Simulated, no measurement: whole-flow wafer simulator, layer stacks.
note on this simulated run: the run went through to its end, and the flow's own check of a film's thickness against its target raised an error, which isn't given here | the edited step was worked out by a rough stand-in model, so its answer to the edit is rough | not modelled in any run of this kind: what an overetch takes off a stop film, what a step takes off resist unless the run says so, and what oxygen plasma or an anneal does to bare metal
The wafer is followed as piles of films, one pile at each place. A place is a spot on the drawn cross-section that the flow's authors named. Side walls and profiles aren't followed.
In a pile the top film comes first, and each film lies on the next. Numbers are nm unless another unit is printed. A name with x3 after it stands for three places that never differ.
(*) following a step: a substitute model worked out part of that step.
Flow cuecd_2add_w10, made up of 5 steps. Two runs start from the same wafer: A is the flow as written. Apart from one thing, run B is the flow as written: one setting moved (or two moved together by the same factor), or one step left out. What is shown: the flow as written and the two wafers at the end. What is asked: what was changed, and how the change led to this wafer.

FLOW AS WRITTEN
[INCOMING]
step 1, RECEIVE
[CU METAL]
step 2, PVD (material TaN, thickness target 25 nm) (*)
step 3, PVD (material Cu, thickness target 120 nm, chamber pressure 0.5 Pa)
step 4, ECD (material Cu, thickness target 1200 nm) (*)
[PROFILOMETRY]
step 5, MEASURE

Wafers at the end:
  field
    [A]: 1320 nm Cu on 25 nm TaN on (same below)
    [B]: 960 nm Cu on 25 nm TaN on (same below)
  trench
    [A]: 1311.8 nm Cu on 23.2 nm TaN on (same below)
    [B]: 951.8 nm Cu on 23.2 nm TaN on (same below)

Cause: step 4, ECD: thickness target 840 nm was run, though the flow has thickness target 1200 nm.

How this came from the change, step by step:
  step 4, ECD (material Cu, thickness target 1200 nm) (*)
      field, trench: A Cu gains 1200 | B Cu gains 840
